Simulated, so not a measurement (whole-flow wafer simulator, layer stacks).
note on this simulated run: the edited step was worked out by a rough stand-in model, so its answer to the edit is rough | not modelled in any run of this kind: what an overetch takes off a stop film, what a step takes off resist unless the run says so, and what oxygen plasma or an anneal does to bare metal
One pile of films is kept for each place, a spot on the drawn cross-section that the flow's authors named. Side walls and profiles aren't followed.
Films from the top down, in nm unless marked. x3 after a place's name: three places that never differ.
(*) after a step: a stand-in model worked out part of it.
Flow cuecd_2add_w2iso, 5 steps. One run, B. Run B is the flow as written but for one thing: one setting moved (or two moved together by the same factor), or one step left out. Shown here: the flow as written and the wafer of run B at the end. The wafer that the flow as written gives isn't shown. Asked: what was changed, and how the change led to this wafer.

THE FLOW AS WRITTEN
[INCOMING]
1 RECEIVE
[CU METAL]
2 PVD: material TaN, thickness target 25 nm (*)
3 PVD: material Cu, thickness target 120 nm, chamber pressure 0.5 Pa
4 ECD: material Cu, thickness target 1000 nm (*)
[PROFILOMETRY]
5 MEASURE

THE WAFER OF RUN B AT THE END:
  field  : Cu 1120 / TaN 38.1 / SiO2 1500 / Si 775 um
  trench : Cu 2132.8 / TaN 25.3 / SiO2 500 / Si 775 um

The cause: step 2, PVD: thickness target 38.1 nm was run, where the flow has thickness target 25 nm.
It can be read off the wafer: field has TaN 38.1, and step 2 as written asks for 25 nm.

How the change led to this, step by step:
  2 PVD: material TaN, thickness target 25 nm (*)
      field: TaN +38.1 (new film) (as written it would be: TaN +25 (new film))
      trench: TaN +25.3 (new film) (as written it would be: TaN +16.6 (new film))
